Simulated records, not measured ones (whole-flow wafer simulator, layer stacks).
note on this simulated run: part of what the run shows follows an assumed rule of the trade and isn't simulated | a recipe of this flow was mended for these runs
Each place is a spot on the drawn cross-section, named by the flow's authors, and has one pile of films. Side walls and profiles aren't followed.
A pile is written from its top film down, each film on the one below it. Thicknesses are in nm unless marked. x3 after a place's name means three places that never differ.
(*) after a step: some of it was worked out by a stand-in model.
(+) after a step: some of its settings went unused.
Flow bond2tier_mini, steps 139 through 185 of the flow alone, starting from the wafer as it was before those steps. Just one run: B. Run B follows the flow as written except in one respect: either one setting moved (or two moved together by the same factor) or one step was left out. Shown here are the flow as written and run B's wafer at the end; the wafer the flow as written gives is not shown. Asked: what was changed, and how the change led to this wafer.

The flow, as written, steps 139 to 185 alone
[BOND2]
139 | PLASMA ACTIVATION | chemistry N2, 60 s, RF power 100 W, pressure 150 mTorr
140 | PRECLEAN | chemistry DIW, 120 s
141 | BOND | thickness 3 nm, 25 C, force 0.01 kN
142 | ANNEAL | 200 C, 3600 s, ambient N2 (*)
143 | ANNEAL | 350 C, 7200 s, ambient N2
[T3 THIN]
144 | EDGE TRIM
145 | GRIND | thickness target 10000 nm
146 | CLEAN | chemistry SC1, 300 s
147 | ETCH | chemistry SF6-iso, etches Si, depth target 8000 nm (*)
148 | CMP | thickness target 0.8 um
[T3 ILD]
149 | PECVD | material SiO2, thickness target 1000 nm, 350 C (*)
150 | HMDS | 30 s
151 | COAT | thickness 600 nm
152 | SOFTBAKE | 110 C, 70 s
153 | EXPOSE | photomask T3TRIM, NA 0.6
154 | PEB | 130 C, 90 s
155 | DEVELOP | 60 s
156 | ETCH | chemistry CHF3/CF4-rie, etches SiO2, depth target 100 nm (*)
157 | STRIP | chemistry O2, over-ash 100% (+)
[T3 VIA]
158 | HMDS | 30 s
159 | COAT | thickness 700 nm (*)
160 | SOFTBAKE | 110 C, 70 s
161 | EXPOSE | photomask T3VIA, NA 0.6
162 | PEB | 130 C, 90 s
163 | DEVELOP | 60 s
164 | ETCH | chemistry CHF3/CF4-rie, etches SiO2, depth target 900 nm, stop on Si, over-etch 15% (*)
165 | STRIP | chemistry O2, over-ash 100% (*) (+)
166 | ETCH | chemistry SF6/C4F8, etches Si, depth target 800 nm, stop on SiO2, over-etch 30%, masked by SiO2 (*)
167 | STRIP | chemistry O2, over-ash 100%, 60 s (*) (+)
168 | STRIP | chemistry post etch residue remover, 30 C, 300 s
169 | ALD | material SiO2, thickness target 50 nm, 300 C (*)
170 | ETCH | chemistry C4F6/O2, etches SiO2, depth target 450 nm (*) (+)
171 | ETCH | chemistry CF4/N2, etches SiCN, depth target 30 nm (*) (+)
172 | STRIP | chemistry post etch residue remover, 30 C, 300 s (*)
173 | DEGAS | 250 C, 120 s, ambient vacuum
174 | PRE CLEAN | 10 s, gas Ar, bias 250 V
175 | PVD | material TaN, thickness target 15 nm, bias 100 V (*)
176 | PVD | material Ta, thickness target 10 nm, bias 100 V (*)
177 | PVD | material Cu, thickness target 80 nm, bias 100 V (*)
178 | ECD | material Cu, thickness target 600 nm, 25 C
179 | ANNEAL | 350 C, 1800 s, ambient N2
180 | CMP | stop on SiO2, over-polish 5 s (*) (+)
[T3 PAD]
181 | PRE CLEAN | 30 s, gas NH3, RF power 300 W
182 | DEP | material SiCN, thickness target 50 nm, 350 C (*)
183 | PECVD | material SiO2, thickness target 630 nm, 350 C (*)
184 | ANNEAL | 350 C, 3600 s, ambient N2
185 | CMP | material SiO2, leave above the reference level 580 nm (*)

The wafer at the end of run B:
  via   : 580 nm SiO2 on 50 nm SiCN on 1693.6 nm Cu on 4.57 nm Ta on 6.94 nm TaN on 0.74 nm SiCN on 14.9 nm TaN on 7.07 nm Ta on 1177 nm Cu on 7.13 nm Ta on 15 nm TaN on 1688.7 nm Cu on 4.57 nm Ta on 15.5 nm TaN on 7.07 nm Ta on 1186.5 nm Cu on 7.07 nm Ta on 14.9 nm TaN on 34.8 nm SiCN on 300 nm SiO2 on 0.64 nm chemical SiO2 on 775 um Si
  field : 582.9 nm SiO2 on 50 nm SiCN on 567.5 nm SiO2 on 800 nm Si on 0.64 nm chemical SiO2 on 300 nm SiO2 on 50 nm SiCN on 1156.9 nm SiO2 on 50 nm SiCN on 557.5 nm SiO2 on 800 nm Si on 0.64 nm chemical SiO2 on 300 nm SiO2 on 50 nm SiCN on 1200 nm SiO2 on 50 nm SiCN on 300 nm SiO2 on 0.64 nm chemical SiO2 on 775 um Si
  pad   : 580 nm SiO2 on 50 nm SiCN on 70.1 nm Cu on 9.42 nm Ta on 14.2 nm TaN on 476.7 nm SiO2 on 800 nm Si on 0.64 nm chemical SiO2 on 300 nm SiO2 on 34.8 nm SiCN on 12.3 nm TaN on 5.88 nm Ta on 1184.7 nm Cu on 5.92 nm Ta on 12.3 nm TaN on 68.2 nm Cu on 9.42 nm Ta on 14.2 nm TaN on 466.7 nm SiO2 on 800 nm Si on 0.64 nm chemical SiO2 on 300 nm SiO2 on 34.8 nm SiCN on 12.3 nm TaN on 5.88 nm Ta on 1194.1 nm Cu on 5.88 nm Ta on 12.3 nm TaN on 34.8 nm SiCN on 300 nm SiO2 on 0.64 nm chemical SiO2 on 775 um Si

Cause: step 171, ETCH: depth target 15 nm was run, whereas the flow has depth target 30 nm.

Step by step, how the change led to this:
  171 | ETCH | chemistry CF4/N2, etches SiCN, depth target 30 nm (*) (+)
      via: SiCN loses 15 (in the flow as written it would be: SiCN loses 17.6 (all of it), TaN loses 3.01)
      field, pad: SiO2 loses 10 (in the flow as written it would be: SiO2 loses 20)
  174 | PRE CLEAN | 10 s, gas Ar, bias 250 V
      via: SiCN loses 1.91 (in the flow as written it would be: TaN loses 3.19)
  175 | PVD | material TaN, thickness target 15 nm, bias 100 V (*)
      via: TaN gains 6.94 (new film) (in the flow as written it would be: TaN gains 6.94)
Taking metal films that touch as one body, via has 2 bodies (between them, from the top down: SiCN 0.74); the flow as written gives 1 body.
